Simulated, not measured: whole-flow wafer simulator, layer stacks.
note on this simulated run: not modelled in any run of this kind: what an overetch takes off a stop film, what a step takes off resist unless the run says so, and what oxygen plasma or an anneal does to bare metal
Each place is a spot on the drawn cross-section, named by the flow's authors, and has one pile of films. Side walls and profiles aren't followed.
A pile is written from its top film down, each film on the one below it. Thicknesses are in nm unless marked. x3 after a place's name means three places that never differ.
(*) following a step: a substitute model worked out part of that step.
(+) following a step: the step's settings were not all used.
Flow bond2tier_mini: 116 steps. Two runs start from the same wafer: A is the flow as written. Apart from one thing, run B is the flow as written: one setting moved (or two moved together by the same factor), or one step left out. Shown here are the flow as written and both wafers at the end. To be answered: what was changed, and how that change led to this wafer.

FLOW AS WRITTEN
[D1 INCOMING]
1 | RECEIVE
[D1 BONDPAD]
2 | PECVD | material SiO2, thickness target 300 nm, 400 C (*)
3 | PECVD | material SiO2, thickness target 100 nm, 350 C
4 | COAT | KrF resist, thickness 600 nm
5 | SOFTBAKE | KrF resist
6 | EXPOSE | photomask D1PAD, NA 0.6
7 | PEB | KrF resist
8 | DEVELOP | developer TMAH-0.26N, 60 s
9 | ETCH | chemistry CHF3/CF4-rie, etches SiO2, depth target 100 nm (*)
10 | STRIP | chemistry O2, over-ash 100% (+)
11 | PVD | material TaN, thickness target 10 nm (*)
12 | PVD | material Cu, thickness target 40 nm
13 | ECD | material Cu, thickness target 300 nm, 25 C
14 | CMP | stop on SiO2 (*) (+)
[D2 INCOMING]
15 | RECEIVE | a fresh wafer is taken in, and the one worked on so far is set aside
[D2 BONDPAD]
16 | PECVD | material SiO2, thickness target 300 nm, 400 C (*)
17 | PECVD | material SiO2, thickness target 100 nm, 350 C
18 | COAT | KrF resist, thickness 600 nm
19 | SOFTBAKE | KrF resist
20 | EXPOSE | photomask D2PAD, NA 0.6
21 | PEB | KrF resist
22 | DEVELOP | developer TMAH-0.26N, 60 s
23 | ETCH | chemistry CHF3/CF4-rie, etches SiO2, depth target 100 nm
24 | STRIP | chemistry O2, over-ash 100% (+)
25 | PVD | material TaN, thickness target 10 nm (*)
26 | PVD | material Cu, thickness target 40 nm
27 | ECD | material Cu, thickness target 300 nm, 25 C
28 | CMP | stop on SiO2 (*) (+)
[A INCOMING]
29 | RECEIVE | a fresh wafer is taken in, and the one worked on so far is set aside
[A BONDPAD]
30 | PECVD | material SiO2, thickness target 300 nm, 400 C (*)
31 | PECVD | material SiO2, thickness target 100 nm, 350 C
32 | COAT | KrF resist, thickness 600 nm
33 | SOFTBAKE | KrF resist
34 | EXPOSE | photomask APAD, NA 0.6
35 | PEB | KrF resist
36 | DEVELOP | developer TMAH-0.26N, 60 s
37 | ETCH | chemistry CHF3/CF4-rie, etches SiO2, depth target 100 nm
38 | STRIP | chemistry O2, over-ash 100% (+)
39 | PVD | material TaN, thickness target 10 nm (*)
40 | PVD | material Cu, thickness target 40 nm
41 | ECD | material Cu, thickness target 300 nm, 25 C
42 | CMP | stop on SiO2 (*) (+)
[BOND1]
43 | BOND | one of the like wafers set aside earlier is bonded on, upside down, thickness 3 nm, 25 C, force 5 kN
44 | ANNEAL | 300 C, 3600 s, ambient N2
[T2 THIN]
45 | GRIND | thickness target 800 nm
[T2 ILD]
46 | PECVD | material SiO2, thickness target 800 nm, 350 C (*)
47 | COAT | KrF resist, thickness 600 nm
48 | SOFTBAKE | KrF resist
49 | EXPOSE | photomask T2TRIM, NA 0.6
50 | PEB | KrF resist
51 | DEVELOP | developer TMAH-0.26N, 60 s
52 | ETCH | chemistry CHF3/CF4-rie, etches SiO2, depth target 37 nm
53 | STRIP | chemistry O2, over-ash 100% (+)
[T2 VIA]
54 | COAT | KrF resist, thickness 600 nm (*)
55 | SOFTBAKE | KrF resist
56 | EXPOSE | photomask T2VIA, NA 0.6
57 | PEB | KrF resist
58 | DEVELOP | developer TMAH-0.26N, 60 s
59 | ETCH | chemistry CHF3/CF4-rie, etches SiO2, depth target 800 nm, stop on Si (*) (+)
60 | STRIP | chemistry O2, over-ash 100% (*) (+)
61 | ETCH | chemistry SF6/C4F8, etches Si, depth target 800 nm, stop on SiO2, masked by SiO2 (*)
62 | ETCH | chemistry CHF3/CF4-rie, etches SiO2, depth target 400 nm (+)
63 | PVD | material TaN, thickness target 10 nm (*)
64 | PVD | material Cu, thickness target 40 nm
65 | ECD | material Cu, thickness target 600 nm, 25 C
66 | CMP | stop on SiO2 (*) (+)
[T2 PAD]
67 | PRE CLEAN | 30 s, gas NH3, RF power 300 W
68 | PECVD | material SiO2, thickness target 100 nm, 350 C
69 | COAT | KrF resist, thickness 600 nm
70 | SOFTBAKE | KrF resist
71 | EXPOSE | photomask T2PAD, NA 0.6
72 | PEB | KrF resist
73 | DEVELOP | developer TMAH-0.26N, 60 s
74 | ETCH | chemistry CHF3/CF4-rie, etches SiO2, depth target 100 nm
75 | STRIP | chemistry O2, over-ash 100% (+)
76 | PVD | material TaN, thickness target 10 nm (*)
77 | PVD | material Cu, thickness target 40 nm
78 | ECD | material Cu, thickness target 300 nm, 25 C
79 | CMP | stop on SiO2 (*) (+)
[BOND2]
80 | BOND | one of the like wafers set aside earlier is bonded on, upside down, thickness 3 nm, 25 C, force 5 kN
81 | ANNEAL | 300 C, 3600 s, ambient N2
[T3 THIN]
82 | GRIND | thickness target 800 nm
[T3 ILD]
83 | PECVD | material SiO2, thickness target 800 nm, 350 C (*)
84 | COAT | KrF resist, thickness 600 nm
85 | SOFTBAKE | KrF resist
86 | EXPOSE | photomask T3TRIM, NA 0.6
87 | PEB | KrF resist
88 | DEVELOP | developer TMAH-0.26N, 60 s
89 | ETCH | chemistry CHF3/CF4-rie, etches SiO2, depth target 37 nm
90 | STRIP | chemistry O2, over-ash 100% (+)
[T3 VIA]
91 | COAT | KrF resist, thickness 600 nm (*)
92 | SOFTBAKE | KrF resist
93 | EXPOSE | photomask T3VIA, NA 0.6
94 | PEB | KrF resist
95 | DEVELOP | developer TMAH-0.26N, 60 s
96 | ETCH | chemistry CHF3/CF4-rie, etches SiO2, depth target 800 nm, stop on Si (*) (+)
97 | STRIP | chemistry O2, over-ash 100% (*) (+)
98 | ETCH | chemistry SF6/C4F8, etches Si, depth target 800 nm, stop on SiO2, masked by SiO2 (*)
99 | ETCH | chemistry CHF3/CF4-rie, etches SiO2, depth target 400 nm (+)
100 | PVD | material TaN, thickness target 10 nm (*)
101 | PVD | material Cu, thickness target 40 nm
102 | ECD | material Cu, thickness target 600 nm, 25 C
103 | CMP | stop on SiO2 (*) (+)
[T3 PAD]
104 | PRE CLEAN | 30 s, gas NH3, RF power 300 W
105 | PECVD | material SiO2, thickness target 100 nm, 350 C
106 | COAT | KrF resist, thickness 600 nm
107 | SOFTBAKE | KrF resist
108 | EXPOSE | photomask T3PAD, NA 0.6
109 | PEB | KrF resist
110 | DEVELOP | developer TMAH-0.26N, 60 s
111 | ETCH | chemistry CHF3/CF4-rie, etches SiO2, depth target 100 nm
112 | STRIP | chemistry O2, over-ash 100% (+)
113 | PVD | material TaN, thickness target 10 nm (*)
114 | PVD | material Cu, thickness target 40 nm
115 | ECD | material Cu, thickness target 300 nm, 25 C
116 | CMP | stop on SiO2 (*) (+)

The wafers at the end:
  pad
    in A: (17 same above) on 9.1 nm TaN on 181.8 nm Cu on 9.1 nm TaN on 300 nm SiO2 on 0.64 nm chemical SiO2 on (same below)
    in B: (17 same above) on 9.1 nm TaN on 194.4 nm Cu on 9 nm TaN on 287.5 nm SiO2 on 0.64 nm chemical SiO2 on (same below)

Cause: step 37, ETCH: depth target 112.5 nm was run, whereas the flow has depth target 100 nm.

How this came from the change, step by step:
  37 | ETCH | chemistry CHF3/CF4-rie, etches SiO2, depth target 100 nm
      pad, via: A -100 SiO2 | B -112.5 SiO2
      field: A -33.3 KrF resist | B -37.5 KrF resist
  41 | ECD | material Cu, thickness target 300 nm, 25 C
      pad: A +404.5 Cu | B +417.5 Cu
      via: A +400.2 Cu | B +412.7 Cu
